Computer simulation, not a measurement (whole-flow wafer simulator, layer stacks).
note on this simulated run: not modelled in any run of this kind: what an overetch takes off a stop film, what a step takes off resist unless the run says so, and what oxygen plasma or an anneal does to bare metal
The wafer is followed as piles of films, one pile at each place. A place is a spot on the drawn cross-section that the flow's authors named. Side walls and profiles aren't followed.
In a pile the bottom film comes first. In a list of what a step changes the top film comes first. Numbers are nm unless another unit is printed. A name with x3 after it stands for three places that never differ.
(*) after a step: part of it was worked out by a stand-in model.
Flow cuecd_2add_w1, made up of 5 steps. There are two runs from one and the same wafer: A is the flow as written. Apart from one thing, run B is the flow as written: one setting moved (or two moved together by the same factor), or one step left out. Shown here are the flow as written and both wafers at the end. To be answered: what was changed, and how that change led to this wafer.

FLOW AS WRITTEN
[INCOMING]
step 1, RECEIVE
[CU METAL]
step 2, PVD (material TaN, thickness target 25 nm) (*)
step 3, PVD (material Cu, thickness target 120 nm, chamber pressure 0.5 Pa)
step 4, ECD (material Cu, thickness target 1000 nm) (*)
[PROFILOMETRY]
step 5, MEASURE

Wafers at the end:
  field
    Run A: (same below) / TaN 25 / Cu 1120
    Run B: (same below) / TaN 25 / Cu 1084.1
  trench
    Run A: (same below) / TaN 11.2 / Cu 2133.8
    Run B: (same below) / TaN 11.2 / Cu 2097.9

The reason: step 3, PVD: thickness target 84.1 nm was run, while the flow as written has thickness target 120 nm.

Step by step, how the change led to this:
  step 3, PVD (material Cu, thickness target 120 nm, chamber pressure 0.5 Pa)
      field: A Cu gains 120 (new film) | B Cu gains 84.1 (new film)
      trench: A Cu gains 53.6 (new film) | B Cu gains 38 (new film)
